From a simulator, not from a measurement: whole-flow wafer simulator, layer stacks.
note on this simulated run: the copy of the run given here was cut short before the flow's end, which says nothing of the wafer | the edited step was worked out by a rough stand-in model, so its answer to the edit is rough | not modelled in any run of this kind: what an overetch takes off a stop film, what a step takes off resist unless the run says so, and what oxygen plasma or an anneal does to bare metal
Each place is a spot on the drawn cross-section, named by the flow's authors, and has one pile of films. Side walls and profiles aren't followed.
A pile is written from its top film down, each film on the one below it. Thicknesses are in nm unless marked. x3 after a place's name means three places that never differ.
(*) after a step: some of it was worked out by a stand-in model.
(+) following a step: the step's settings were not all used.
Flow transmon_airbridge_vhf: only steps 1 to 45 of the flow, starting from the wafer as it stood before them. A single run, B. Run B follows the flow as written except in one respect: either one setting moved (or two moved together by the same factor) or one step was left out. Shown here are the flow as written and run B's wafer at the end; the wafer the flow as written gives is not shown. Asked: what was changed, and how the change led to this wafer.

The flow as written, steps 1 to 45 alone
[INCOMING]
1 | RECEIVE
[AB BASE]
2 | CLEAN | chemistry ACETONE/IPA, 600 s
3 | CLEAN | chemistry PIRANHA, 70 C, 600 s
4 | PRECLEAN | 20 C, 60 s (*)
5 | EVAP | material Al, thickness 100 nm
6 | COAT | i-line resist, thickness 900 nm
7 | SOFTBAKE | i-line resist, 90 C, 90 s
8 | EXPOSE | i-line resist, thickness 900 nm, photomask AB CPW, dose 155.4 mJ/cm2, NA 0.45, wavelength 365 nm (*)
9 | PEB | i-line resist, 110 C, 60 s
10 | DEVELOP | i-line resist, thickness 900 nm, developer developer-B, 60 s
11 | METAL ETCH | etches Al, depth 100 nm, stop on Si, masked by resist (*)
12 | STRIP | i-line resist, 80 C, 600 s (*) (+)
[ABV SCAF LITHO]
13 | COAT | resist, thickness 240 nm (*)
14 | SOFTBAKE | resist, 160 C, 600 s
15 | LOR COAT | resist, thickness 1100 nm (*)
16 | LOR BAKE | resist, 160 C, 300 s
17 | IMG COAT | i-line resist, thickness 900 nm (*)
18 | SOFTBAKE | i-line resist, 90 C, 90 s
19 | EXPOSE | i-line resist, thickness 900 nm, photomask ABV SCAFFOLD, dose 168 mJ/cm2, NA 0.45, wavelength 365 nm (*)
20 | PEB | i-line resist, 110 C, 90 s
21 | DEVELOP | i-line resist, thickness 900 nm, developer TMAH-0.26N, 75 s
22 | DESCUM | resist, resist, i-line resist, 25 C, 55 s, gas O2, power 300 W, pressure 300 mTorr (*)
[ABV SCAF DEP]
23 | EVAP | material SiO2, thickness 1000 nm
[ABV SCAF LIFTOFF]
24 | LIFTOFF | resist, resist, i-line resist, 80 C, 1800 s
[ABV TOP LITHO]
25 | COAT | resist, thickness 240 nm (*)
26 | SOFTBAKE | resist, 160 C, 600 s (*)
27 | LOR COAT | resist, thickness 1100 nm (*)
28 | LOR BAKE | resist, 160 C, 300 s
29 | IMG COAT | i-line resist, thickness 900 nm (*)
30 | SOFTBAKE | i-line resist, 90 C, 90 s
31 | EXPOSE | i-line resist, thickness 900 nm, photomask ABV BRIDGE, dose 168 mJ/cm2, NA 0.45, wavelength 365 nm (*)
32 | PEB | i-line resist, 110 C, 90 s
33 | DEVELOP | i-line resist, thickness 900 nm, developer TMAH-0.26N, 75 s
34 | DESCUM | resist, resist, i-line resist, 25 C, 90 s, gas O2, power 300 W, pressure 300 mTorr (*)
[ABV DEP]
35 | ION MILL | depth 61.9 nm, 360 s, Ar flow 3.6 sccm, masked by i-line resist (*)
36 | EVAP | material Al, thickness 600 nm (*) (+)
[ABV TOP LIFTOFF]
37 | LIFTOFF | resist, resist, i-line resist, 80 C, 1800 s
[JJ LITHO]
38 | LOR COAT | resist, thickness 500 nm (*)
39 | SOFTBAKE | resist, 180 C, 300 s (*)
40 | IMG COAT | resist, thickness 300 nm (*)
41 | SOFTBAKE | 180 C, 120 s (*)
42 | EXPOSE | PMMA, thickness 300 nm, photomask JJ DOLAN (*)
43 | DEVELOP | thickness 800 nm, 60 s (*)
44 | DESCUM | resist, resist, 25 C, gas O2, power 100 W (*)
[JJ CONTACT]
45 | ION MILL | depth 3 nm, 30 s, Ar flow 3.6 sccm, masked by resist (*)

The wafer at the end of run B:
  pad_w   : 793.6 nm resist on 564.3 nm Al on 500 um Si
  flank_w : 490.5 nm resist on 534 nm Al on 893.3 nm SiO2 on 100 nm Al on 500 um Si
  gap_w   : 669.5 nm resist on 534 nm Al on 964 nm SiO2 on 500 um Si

What caused this: step 36, EVAP: thickness 534 nm was run, though the flow has thickness 600 nm.
The wafer lets one read it off: flank_w has Al 534, and step 36 as written asks for 600 nm.

How this came from the change, step by step:
  36 | EVAP | material Al, thickness 600 nm (*) (+)
      field x3, jj_line, ground_far and 10 more: Al gains 534 (new film) (in the flow as written it would be: Al gains 600 (new film))
      pad_w, pad_e: Al gains 526.2 (in the flow as written it would be: Al gains 591.2)
  37 | LIFTOFF | resist, resist, i-line resist, 80 C, 1800 s
      field x3, jj_line, trace_open_s x2: Al loses 534 (all of it), i-line resist loses 600 (all of it), resist loses 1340 (all of it) (in the flow as written it would be: Al loses 600 (all of it), i-line resist loses 600 (all of it), resist loses 1340 (all of it))
      margin_s, margin_n: Al loses 534 (all of it), i-line resist loses 318.3 (all of it), resist loses 992 (all of it) (in the flow as written it would be: Al loses 600 (all of it), i-line resist loses 318.3 (all of it), resist loses 992 (all of it))
      (and at 1 other place as well)
